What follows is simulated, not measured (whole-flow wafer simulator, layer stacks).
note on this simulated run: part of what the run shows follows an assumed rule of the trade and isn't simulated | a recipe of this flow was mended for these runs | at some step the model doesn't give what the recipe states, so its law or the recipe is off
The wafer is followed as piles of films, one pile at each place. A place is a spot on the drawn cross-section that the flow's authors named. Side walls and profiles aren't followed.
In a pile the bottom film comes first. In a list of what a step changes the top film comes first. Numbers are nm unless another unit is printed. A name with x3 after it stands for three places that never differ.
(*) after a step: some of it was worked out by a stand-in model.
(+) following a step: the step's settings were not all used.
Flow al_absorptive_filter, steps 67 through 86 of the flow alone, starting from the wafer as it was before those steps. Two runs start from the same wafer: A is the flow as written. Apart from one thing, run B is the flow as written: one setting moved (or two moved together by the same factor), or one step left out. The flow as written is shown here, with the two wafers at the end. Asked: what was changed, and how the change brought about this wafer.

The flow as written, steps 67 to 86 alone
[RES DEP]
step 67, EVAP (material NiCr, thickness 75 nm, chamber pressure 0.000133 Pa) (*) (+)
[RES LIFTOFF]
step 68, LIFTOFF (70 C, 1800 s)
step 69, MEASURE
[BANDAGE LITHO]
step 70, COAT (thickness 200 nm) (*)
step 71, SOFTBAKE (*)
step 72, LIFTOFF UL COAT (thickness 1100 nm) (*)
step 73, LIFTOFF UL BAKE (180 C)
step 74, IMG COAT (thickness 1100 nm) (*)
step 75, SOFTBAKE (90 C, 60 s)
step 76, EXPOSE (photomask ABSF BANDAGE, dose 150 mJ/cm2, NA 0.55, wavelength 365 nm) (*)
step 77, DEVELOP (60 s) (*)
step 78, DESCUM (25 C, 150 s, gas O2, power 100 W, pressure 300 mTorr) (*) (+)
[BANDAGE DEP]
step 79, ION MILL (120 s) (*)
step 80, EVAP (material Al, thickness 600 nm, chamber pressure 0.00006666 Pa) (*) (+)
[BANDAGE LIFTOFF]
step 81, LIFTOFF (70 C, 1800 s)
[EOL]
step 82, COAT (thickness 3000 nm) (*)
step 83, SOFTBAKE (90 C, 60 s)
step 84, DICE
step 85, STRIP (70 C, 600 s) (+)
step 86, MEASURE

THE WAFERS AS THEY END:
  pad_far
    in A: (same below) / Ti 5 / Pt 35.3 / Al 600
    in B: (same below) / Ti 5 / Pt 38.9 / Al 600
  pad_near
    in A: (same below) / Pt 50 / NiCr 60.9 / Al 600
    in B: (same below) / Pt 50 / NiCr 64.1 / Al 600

What caused this: step 79, ION MILL: 91 s was run, while the flow as written has 120 s.

Step by step, how the change led to this:
  step 79, ION MILL (120 s) (*)
      gnd, ledge, res and 9 more: A -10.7 i-line-resist | B -8.08 i-line-resist
      pad_far: A -14.7 Pt | B -11.1 Pt
      (also at 1 further place)
